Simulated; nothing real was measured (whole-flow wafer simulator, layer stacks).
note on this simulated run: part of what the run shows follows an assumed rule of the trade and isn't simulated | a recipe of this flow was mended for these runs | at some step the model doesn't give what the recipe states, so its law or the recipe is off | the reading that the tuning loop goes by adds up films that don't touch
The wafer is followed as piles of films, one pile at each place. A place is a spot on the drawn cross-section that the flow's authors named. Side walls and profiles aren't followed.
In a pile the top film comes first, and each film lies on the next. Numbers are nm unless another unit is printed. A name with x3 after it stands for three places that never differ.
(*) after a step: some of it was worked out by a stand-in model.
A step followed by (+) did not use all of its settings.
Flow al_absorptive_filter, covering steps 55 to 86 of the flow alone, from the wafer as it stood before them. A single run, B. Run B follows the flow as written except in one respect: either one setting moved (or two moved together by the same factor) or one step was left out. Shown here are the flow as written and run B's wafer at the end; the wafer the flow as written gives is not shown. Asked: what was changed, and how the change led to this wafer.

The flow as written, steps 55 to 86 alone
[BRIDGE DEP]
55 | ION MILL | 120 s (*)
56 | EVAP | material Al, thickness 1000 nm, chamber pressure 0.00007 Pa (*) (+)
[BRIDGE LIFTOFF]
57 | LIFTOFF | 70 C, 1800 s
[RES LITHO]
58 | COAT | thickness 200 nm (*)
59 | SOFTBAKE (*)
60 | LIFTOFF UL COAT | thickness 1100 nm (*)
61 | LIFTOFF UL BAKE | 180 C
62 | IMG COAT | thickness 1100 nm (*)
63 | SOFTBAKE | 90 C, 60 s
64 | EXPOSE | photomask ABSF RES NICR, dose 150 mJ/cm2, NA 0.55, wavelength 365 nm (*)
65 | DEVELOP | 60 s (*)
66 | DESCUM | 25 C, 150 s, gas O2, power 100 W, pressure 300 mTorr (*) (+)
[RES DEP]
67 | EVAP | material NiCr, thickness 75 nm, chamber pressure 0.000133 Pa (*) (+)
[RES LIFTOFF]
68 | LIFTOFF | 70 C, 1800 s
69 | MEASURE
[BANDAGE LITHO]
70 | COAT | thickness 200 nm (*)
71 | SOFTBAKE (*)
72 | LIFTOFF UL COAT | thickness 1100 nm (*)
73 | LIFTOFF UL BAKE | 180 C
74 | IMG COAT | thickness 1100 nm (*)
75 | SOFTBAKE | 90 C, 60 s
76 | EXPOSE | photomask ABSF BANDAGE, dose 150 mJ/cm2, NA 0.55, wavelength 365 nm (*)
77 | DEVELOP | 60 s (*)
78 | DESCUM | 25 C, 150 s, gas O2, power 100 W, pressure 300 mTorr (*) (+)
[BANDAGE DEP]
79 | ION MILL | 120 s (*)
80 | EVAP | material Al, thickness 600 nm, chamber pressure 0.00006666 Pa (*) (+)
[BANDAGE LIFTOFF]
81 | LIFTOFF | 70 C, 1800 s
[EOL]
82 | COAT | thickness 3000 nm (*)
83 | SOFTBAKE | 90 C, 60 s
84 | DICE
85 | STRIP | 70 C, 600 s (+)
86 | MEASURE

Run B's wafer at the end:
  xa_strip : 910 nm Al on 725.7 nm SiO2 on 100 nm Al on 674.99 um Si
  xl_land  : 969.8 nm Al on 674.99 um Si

Cause: step 56, EVAP: thickness 910 nm was run, while the flow as written has thickness 1000 nm.
One can read it off the wafer: xa_strip has Al 910, and step 56 as written asks for 1000 nm.

Step by step, how the change led to this:
  56 | EVAP | material Al, thickness 1000 nm, chamber pressure 0.00007 Pa (*) (+)
      gnd, pad_far, pad_near and 10 more: +910 Al (new film) (it would be, as written: +1000 Al (new film))
      xl_land: +910 Al (it would be, as written: +1000 Al)
  57 | LIFTOFF | 70 C, 1800 s
      gnd, xa_field, idc_field: -910 Al (all of it), -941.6 i-line-resist (all of it), -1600 lift-off-underlayer (all of it), -200 acrylic-e-beam-resist (all of it) (it would be, as written: -1000 Al (all of it), -941.6 i-line-resist (all of it), -1600 lift-off-underlayer (all of it), -200 acrylic-e-beam-resist (all of it))
      pad_far: -910 Al (all of it), -940.5 i-line-resist (all of it), -1591.1 lift-off-underlayer (all of it), -198.5 acrylic-e-beam-resist (all of it) (it would be, as written: -1000 Al (all of it), -940.5 i-line-resist (all of it), -1591.1 lift-off-underlayer (all of it), -198.5 acrylic-e-beam-resist (all of it))
      (also at 6 further places)
  58 | COAT | thickness 200 nm (*)
      xa_margin: +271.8 acrylic-e-beam-resist (new film) (it would be, as written: +288.1 acrylic-e-beam-resist (new film))
      xa_strip: +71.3 acrylic-e-beam-resist (new film) (it would be, as written: +66.9 acrylic-e-beam-resist (new film))
  60 | LIFTOFF UL COAT | thickness 1100 nm (*)
      xa_margin: +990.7 lift-off-underlayer (new film) (it would be, as written: +1021 lift-off-underlayer (new film))
      xa_strip: +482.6 lift-off-underlayer (new film) (it would be, as written: +459.8 lift-off-underlayer (new film))
  62 | IMG COAT | thickness 1100 nm (*)
      xa_margin: +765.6 i-line-resist (new film) (it would be, as written: +741.1 i-line-resist (new film))
      xa_strip: +613.7 i-line-resist (new film) (it would be, as written: +577.9 i-line-resist (new film))
  68 | LIFTOFF | 70 C, 1800 s
      xa_margin: -75 NiCr (all of it), -622.7 i-line-resist (all of it), -990.7 lift-off-underlayer (all of it), -271.8 acrylic-e-beam-resist (all of it) (it would be, as written: -75 NiCr (all of it), -598.1 i-line-resist (all of it), -1021 lift-off-underlayer (all of it), -288.1 acrylic-e-beam-resist (all of it))
      xa_strip: -75 NiCr (all of it), -469.1 i-line-resist (all of it), -482.6 lift-off-underlayer (all of it), -71.3 acrylic-e-beam-resist (all of it) (it would be, as written: -75 NiCr (all of it), -433.3 i-line-resist (all of it), -459.8 lift-off-underlayer (all of it), -66.9 acrylic-e-beam-resist (all of it))
  70 | COAT | thickness 200 nm (*)
      xa_margin: +271.8 acrylic-e-beam-resist (new film) (it would be, as written: +288.1 acrylic-e-beam-resist (new film))
      xa_strip: +71.3 acrylic-e-beam-resist (new film) (it would be, as written: +66.9 acrylic-e-beam-resist (new film))
  72 | LIFTOFF UL COAT | thickness 1100 nm (*)
      xa_margin: +990.7 lift-off-underlayer (new film) (it would be, as written: +1021 lift-off-underlayer (new film))
      xa_strip: +482.6 lift-off-underlayer (new film) (it would be, as written: +459.8 lift-off-underlayer (new film))
  74 | IMG COAT | thickness 1100 nm (*)
      xa_margin: +765.6 i-line-resist (new film) (it would be, as written: +741.1 i-line-resist (new film))
      xa_strip: +613.7 i-line-resist (new film) (it would be, as written: +577.9 i-line-resist (new film))
  81 | LIFTOFF | 70 C, 1800 s
      xa_margin: -600 Al (all of it), -629 i-line-resist (all of it), -990.7 lift-off-underlayer (all of it), -271.8 acrylic-e-beam-resist (all of it) (it would be, as written: -600 Al (all of it), -604.4 i-line-resist (all of it), -1021 lift-off-underlayer (all of it), -288.1 acrylic-e-beam-resist (all of it))
      xa_strip: -600 Al (all of it), -475.4 i-line-resist (all of it), -482.6 lift-off-underlayer (all of it), -71.3 acrylic-e-beam-resist (all of it) (it would be, as written: -600 Al (all of it), -439.6 i-line-resist (all of it), -459.8 lift-off-underlayer (all of it), -66.9 acrylic-e-beam-resist (all of it))
  82 | COAT | thickness 3000 nm (*)
      xa_strip: +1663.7 i-line-resist (new film) (it would be, as written: +1594.3 i-line-resist (new film))
  83 | SOFTBAKE | 90 C, 60 s
      xa_margin: -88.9 i-line-resist (it would be, as written: -94.2 i-line-resist)
      xa_strip: -110.7 i-line-resist (it would be, as written: -117.3 i-line-resist)
  85 | STRIP | 70 C, 600 s (+)
      xa_strip: -1553.1 i-line-resist (all of it) (it would be, as written: -1477 i-line-resist (all of it))
